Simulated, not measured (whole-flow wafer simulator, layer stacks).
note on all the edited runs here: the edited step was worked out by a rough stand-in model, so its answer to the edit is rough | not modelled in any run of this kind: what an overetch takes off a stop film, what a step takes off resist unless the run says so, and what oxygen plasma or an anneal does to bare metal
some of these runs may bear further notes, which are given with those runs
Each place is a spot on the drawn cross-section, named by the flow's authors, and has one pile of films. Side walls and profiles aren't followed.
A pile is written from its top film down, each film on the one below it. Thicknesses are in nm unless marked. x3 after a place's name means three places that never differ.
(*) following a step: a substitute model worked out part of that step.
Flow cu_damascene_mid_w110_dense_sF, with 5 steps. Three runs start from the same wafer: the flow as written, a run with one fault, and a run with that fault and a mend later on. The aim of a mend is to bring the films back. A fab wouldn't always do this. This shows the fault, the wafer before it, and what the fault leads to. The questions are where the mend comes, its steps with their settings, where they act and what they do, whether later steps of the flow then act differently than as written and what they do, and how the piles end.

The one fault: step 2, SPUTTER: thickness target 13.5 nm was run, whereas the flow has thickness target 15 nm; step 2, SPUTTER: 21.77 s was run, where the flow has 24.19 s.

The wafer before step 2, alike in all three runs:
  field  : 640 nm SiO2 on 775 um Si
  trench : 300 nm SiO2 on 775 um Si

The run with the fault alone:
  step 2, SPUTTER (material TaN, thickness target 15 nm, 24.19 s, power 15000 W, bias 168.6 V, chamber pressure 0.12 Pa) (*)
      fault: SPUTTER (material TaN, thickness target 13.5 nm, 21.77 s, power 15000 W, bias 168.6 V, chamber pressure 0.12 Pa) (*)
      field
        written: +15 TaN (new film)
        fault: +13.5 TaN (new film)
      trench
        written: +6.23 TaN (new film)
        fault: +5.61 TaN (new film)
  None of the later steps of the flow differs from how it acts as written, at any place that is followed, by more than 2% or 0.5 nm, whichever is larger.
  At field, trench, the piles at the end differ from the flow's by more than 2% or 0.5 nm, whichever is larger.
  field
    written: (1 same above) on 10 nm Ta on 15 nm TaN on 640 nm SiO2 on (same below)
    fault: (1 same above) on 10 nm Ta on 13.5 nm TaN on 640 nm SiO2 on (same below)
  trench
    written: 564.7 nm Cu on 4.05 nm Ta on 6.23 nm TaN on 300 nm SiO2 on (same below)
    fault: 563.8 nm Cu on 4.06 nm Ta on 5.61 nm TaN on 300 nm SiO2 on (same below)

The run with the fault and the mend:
  After step 2 comes the mend.
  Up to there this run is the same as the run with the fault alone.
  step 2a, SPUTTER (material TaN, thickness target 1.5 nm, 2.419 s, power 15000 W, bias 168.6 V, chamber pressure 0.12 Pa) (*) (the flow's step 2 again, with other settings)
      field
        +1.5 TaN
      trench
        +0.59 TaN
  None of the later steps of the flow differs from how it acts as written, at any place that is followed, by more than 2% or 0.5 nm, whichever is larger.
  The piles end only slightly different from the flow's at the places that both follow, by no more than 2% or 0.5 nm, whichever is larger.
